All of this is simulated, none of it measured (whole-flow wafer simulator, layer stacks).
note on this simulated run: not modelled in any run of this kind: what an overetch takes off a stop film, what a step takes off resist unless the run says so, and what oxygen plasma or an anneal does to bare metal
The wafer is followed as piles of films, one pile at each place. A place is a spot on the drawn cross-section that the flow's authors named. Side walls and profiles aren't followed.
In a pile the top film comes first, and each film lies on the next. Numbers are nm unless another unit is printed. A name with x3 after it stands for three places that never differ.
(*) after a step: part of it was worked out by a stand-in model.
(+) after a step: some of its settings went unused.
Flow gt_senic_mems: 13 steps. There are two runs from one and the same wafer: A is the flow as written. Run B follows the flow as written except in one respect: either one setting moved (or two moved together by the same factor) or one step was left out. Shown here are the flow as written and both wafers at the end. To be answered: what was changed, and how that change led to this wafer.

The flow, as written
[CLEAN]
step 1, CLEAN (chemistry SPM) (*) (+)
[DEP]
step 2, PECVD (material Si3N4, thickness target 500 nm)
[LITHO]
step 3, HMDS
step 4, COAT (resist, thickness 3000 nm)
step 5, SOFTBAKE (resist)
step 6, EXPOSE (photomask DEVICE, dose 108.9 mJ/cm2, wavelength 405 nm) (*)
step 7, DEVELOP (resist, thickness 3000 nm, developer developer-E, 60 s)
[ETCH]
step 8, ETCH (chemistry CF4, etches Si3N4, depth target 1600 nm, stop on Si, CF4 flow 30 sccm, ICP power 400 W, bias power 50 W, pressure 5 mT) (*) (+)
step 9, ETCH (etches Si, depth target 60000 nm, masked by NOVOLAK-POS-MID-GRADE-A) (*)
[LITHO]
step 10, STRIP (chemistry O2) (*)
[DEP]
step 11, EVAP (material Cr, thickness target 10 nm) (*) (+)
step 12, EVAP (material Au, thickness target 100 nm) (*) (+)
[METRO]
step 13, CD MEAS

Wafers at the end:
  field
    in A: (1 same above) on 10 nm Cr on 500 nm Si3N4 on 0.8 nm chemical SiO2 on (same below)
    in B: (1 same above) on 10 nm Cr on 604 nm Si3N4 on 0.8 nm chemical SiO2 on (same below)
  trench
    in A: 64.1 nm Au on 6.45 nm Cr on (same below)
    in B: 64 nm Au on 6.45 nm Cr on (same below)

What caused this: step 2, PECVD: thickness target 604 nm was run, whereas the flow has thickness target 500 nm.
The wafer itself shows it: field has Si3N4 604, and step 2 as written asks for 500 nm.

Step by step, how the change led to this:
  step 2, PECVD (material Si3N4, thickness target 500 nm)
      field, trench: A Si3N4 gains 500 (new film) | B Si3N4 gains 604 (new film)
  step 8, ETCH (chemistry CF4, etches Si3N4, depth target 1600 nm, stop on Si, CF4 flow 30 sccm, ICP power 400 W, bias power 50 W, pressure 5 mT) (*) (+)
      field: A resist loses 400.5 | B resist loses 469.9
      trench: A Si3N4 loses 500 (all of it), chemical SiO2 loses 0.8 (all of it) | B Si3N4 loses 604 (all of it), chemical SiO2 loses 0.8 (all of it)
  step 10, STRIP (chemistry O2) (*)
      field: A resist loses 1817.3 (all of it) | B resist loses 1748 (all of it)
